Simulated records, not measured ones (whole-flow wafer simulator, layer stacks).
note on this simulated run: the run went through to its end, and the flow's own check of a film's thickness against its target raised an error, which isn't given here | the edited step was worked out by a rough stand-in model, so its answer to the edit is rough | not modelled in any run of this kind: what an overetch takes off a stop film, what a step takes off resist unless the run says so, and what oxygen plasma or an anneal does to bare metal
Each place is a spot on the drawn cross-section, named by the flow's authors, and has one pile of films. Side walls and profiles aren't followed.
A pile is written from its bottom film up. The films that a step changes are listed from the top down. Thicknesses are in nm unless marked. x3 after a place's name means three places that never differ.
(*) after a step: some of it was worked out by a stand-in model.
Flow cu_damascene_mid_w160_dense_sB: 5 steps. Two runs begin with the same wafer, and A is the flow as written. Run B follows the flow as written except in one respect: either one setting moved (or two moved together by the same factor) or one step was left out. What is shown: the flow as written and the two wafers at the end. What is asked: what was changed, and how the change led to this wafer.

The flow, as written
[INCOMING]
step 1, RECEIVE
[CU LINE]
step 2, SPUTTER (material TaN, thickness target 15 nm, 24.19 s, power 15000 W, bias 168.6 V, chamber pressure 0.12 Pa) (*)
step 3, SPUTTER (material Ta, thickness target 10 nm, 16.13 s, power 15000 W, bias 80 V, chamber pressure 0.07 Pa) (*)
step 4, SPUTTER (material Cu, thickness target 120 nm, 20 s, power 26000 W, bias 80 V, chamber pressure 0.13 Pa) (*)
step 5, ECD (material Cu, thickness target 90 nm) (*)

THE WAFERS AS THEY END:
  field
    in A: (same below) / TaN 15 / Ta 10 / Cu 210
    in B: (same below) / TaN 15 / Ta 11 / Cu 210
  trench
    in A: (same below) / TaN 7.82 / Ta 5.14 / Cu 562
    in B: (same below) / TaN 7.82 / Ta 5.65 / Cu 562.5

The reason: step 3, SPUTTER: thickness target 11 nm was run, whereas the flow has thickness target 10 nm; step 3, SPUTTER: 17.74 s was run, where the flow has 16.13 s.
The wafer lets one read it off: field has Ta 11, and step 3 as written asks for 10 nm.

How this came from the change, step by step:
  step 3, SPUTTER (material Ta, thickness target 10 nm, 16.13 s, power 15000 W, bias 80 V, chamber pressure 0.07 Pa) (*)
      field: A Ta gains 10 (new film) | B Ta gains 11 (new film)
      trench: A Ta gains 5.14 (new film) | B Ta gains 5.65 (new film)
